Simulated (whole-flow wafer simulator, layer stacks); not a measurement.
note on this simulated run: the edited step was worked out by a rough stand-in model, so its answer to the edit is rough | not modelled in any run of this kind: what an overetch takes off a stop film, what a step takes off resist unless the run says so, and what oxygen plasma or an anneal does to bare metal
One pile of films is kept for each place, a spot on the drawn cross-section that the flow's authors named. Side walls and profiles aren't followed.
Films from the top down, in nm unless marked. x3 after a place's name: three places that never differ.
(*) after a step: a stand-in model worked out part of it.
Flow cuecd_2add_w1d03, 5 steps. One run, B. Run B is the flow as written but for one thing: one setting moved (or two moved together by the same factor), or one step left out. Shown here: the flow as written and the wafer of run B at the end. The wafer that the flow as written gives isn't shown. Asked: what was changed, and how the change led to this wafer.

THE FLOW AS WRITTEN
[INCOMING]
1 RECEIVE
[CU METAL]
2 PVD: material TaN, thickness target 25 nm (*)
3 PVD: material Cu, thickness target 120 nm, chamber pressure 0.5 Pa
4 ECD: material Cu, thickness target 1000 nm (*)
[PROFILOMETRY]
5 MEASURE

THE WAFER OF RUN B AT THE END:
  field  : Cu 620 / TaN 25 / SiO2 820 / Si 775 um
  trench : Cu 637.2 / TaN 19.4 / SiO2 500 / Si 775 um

The cause: step 4, ECD: thickness target 500 nm was run, where the flow has thickness target 1000 nm.

How the change led to this, step by step:
  4 ECD: material Cu, thickness target 1000 nm (*)
      field: Cu +500 (as written it would be: Cu +1000)
      trench: Cu +543.8 (as written it would be: Cu +1226.8)
